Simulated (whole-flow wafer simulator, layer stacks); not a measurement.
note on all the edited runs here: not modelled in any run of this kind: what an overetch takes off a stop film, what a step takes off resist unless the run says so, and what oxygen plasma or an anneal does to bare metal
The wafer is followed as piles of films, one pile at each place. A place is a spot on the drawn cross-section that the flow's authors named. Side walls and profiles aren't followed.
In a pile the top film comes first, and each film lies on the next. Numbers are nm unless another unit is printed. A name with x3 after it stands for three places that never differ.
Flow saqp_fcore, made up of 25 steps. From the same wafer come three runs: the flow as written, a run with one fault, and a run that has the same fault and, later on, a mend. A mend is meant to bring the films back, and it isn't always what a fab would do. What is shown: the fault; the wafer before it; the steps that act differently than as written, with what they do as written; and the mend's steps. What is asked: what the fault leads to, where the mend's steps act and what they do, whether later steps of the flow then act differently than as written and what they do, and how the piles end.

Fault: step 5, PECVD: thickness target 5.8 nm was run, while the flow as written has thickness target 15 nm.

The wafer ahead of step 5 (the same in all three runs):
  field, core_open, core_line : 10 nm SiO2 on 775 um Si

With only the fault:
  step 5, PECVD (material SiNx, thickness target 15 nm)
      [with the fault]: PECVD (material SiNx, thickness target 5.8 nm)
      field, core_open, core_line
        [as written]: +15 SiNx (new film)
        [with the fault]: +5.8 SiNx (new film)
  Later steps of the flow that are run all act as written at every place that is followed.
  By the end, the piles at field, core_open, core_line depart from the flow's by more than 2% or 0.5 nm, whichever is larger.
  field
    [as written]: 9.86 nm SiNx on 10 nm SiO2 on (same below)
    [with the fault]: 0.66 nm SiNx on 10 nm SiO2 on (same below)
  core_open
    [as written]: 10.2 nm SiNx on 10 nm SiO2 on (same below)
    [with the fault]: 0.98 nm SiNx on 10 nm SiO2 on (same below)
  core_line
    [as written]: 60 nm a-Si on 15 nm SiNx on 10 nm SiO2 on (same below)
    [with the fault]: 60 nm a-Si on 5.8 nm SiNx on 10 nm SiO2 on (same below)

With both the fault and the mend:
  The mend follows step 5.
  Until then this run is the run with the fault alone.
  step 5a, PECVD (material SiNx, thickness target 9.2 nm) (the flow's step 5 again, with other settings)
      field, core_open, core_line
        +9.2 SiNx
  Later steps of the flow that are run all act as written at every place that is followed.
  At every place that both follow, the piles at the end match the flow's.
